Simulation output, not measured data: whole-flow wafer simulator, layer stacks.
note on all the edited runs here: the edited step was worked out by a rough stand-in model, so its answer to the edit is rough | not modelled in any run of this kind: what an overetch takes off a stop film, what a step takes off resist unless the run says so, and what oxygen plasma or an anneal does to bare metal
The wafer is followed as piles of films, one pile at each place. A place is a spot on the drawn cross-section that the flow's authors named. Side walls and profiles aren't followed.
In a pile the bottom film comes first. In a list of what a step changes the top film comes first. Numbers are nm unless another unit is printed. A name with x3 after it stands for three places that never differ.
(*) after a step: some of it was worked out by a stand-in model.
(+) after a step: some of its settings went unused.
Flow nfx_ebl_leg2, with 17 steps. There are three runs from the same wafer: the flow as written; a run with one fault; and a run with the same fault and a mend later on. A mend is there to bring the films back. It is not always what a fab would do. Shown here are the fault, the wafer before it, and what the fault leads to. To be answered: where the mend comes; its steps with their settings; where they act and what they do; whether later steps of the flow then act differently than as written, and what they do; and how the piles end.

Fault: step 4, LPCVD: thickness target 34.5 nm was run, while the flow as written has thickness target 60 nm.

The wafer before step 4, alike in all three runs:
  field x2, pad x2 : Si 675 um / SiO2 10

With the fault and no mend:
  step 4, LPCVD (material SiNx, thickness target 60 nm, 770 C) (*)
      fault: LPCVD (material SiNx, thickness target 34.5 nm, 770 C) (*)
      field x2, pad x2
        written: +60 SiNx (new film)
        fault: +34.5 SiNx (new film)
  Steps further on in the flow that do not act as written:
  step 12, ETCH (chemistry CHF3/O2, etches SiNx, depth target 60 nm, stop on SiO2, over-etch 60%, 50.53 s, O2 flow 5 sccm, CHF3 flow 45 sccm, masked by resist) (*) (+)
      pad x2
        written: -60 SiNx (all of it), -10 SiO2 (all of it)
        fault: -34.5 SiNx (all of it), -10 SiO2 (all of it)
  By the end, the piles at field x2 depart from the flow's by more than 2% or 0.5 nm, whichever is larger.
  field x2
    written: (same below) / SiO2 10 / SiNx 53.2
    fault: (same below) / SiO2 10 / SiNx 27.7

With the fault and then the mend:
  The mend follows step 5.
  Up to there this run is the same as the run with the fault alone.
  step 5a, LPCVD (material SiNx, thickness target 25.5 nm, 770 C) (*) (the flow's step 4 again, with other settings)
      field x2, pad x2
        +25.5 SiNx
  None of the later steps of the flow acts differently than as written at any place that is followed.
  By the end, the piles equal the flow's at every place that both follow.
